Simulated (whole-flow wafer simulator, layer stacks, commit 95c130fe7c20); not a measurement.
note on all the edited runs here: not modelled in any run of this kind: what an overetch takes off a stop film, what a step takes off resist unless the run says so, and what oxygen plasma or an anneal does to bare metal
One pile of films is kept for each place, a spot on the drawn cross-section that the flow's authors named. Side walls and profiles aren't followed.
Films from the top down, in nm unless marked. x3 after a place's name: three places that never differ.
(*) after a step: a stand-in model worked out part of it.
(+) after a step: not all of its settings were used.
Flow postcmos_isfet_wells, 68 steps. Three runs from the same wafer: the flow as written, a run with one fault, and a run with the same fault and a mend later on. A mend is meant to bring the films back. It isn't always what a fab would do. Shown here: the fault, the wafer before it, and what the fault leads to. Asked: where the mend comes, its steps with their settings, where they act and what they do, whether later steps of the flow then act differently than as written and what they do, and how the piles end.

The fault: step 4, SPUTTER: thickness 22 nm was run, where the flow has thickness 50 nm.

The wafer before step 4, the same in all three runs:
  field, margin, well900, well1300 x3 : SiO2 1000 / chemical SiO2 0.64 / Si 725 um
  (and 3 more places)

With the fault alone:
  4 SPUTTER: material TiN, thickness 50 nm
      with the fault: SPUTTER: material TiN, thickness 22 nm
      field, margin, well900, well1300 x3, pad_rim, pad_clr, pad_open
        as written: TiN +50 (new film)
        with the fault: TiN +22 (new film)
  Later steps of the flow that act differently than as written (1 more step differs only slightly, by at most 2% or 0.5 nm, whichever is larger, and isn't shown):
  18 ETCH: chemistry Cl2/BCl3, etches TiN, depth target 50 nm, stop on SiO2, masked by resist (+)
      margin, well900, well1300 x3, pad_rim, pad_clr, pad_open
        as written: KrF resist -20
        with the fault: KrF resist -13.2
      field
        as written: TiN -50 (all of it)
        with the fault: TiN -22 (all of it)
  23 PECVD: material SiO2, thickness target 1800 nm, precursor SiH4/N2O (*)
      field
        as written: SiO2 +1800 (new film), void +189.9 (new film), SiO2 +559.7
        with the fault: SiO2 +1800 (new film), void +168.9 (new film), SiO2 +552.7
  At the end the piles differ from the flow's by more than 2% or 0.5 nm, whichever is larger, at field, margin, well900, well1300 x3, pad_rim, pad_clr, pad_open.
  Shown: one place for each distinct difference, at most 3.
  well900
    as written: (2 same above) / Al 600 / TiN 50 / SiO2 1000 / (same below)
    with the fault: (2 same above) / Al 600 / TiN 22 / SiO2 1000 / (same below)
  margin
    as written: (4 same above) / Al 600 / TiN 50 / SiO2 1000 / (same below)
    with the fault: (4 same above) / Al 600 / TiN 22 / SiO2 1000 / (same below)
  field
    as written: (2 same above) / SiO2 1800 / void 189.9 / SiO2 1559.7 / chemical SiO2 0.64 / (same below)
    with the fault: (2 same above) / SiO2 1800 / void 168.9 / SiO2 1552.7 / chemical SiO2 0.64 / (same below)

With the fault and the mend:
  The mend comes after step 4.
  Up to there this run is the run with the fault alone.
  4a SPUTTER: material TiN, thickness 28 nm (the flow's step 4 once more, with other settings)
      field, margin, well900, well1300 x3, pad_rim, pad_clr, pad_open
        TiN +28
  No later step of the flow acts differently than as written at any place that is followed.
  At the end the piles are the same as the flow's at every place that both follow.
